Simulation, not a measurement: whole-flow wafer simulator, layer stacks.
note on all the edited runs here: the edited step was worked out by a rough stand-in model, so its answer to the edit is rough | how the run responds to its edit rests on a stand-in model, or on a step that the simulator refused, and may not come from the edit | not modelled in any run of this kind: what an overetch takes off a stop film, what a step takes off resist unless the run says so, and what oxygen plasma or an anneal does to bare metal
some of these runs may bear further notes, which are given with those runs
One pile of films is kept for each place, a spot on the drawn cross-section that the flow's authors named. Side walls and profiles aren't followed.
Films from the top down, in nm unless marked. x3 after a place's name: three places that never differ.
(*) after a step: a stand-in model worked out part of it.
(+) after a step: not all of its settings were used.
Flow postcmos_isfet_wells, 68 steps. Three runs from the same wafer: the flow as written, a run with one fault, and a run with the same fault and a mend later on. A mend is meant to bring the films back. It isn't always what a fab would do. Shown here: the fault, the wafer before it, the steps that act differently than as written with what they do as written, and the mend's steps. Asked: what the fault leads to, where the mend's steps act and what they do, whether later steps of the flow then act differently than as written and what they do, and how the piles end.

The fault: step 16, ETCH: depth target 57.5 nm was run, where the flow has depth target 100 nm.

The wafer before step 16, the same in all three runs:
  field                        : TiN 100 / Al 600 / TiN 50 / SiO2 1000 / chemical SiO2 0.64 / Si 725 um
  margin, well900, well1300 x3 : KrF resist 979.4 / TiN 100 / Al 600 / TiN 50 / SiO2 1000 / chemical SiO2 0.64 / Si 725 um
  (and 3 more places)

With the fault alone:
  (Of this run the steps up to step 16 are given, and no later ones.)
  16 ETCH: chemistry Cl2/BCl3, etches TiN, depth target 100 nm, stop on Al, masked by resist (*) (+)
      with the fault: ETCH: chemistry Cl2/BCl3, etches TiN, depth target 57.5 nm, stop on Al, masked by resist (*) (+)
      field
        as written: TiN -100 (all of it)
        with the fault: TiN -57.5
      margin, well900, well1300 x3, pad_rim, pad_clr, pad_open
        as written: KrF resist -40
        with the fault: KrF resist -23
  After step 16 the piles differ from the flow's by more than 2% or 0.5 nm, whichever is larger, at field.
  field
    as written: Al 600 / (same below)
    with the fault: TiN 42.5 / Al 600 / (same below)

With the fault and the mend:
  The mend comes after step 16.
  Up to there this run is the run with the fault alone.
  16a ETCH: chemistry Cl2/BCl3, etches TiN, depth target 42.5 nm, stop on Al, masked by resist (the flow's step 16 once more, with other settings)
      margin, well900, well1300 x3, pad_rim, pad_clr, pad_open
        KrF resist -17
      field
        TiN -42.5 (all of it)
  No later step of the flow acts differently than as written at any place that is followed.
  At the end the piles are the same as the flow's at every place that both follow.
